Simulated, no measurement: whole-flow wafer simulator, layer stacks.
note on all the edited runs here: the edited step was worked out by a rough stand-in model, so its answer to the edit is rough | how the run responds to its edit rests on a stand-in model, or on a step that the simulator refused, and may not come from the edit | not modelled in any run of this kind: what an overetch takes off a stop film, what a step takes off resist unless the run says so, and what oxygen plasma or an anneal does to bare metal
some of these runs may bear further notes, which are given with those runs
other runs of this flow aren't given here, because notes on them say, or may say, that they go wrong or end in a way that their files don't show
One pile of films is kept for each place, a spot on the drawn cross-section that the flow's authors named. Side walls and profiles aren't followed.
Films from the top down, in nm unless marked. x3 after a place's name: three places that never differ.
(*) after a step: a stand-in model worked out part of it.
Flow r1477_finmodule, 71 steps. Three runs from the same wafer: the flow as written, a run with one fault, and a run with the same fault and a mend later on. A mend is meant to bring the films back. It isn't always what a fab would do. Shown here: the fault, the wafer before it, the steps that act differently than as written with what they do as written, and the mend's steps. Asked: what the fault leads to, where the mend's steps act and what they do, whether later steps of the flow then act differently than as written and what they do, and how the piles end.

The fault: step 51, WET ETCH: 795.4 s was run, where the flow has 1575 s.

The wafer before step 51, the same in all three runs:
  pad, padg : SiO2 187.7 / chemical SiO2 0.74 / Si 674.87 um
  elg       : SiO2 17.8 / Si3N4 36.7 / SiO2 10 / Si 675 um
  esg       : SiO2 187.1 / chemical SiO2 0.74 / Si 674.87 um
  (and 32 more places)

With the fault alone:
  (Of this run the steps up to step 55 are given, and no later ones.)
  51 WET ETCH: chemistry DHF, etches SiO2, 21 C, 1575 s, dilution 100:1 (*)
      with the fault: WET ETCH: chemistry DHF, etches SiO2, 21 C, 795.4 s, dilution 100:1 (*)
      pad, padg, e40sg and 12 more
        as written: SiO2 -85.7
        with the fault: SiO2 -43.3
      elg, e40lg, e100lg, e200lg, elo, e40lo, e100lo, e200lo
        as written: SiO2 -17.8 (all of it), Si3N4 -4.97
        with the fault: SiO2 -17.8 (all of it), Si3N4 -1.79
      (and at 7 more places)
  No later step of the flow up to step 55 acts differently than as written, at any place that is followed, by more than 2% or 0.5 nm, whichever is larger.
  After step 55 the piles differ from the flow's by more than 2% or 0.5 nm, whichever is larger, at pad, padg, elg and 27 more.
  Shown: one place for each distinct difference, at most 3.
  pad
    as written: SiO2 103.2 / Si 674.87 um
    with the fault: SiO2 145.6 / Si 674.87 um
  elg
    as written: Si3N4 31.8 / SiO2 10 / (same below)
    with the fault: Si3N4 34.9 / SiO2 10 / (same below)
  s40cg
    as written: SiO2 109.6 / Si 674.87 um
    with the fault: SiO2 148.7 / Si 674.87 um

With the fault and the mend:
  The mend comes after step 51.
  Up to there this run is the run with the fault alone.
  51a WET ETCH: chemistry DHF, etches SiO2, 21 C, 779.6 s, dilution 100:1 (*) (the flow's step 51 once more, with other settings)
      pad, padg, e40sg and 12 more
        SiO2 -42.4
      elg, e40lg, e100lg, e200lg, elo, e40lo, e100lo, e200lo
        Si3N4 -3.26
      esg, s40cg, s45cg, s50cg, s40co, s45co, s50co
        SiO2 -39.2
  No later step of the flow acts differently than as written, at any place that is followed, by more than 2% or 0.5 nm, whichever is larger.
  At the end the piles differ from the flow's only slightly at the places that both follow, by at most 2% or 0.5 nm, whichever is larger.
